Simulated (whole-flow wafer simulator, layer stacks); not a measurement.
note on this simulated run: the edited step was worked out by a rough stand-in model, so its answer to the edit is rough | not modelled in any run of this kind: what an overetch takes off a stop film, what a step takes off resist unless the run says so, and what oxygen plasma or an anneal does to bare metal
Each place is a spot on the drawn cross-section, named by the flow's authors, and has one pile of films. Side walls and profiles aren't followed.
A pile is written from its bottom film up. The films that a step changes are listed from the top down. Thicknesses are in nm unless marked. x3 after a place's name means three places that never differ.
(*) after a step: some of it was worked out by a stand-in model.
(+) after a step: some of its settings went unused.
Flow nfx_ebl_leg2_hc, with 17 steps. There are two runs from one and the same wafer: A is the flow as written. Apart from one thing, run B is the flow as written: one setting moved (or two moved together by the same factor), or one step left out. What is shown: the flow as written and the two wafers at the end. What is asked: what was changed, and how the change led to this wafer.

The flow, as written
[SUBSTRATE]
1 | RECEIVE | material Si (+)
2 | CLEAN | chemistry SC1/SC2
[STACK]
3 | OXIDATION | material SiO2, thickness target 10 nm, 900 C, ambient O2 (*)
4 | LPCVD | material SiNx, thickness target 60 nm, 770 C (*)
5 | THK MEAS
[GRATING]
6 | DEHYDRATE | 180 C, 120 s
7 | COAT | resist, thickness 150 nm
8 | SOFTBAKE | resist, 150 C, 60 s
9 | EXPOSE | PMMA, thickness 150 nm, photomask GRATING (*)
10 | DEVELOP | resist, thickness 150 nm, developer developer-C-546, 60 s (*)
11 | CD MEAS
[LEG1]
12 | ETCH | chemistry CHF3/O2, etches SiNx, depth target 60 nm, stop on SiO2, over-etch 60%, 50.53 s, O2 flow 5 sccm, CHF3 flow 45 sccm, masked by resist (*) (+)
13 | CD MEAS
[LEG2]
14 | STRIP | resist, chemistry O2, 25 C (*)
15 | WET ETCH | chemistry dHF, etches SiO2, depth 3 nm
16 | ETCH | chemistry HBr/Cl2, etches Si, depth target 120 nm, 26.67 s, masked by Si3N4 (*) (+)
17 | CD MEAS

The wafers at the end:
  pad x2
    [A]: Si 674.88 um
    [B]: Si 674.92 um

The reason: step 16, ETCH: depth target 78 nm was run, while the flow as written has depth target 120 nm.

How this came from the change, step by step:
  16 | ETCH | chemistry HBr/Cl2, etches Si, depth target 120 nm, 26.67 s, masked by Si3N4 (*) (+)
      pad x2: A Si loses 120 | B Si loses 78
